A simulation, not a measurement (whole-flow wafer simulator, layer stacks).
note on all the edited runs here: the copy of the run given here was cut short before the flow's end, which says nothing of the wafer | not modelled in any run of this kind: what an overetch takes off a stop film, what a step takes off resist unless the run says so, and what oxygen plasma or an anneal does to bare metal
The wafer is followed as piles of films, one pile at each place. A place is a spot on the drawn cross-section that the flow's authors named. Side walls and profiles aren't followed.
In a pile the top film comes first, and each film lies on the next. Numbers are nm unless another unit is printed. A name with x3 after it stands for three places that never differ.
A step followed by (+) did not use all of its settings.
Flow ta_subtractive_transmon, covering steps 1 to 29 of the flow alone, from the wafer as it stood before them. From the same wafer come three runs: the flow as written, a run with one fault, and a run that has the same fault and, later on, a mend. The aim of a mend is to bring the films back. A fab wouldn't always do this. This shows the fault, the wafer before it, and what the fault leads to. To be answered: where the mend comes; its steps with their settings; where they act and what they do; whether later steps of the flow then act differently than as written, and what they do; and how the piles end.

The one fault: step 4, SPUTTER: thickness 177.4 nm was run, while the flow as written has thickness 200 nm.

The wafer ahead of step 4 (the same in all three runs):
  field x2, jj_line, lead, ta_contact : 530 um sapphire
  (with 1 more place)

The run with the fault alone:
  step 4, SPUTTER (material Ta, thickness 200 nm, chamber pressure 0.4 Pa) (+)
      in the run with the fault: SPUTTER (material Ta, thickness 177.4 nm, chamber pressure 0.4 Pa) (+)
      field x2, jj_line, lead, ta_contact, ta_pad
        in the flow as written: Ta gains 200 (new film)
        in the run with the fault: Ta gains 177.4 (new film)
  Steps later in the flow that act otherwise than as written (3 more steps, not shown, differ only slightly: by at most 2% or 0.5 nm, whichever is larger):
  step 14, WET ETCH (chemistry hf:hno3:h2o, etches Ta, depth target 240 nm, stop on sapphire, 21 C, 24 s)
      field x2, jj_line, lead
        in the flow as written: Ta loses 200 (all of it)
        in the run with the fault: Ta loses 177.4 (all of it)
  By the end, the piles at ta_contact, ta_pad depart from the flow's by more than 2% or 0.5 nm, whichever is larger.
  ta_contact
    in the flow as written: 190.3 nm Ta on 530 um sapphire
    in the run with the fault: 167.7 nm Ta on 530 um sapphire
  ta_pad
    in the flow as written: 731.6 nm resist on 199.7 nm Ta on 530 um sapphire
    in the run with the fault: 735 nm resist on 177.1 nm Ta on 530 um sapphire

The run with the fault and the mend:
  After step 5 comes the mend.
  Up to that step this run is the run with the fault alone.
  step 5a, WET ETCH (chemistry hf:hno3:h2o, etches Ta, depth target 204 nm, stop on sapphire, 21 C, 20.4 s)
      field x2, jj_line, lead, ta_contact, ta_pad
        Ta loses 177.4 (all of it)
  step 5b, SPUTTER (material Ta, thickness 200 nm, chamber pressure 0.4 Pa) (+) (the flow's step 4 again)
      field x2, jj_line, lead, ta_contact, ta_pad
        Ta gains 200 (new film)
  Every later step of the flow that is run acts as written at every place that is followed.
  At every place that both follow, the piles at the end match the flow's.
